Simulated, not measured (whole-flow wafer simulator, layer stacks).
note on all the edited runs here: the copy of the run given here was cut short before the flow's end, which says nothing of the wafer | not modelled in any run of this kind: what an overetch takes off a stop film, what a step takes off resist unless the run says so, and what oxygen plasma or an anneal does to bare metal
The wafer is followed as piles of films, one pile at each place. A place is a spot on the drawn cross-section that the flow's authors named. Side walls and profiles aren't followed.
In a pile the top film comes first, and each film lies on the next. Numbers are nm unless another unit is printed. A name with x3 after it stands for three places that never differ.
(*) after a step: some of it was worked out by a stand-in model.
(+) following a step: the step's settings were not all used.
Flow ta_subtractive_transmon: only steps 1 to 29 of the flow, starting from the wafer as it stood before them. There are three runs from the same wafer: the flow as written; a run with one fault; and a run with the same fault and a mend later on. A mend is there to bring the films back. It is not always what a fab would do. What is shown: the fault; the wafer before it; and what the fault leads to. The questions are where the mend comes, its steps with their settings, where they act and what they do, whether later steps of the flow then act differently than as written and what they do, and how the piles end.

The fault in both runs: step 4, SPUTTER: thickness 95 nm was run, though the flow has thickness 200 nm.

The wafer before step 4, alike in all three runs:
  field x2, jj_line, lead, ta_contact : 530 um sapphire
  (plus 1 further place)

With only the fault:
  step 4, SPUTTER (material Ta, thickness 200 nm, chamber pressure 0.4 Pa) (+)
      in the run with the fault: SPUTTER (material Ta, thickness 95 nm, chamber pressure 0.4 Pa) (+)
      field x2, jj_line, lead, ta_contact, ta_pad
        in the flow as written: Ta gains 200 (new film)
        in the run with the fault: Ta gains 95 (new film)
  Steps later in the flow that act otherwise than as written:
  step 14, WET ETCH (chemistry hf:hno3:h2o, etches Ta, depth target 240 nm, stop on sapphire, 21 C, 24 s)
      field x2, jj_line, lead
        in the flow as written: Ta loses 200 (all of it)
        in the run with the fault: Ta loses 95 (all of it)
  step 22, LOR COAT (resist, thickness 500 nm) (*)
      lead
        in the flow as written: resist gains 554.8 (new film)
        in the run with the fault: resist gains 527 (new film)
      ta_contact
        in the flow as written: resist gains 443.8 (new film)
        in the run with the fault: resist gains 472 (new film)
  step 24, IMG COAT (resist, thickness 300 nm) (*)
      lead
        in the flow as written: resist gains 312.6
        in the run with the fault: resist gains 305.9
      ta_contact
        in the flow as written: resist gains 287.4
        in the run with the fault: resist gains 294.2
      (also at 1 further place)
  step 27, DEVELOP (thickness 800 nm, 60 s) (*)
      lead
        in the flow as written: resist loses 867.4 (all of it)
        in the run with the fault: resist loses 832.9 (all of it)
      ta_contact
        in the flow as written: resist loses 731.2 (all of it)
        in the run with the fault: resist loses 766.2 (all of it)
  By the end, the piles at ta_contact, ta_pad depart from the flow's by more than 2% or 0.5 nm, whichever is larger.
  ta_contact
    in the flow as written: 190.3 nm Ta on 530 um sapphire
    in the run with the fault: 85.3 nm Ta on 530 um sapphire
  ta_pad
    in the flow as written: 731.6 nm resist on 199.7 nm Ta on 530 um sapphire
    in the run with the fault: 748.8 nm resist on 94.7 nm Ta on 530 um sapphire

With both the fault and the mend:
  The mend stands after step 5.
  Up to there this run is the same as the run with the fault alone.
  step 5a, SPUTTER (material Ta, thickness 105 nm, chamber pressure 0.4 Pa) (+) (a further turn of the flow's step 4, with different settings)
      field x2, jj_line, lead, ta_contact, ta_pad
        Ta gains 105
  None of the later steps of the flow acts differently than as written at any place that is followed.
  The piles end the same as the flow's at every place that both follow.
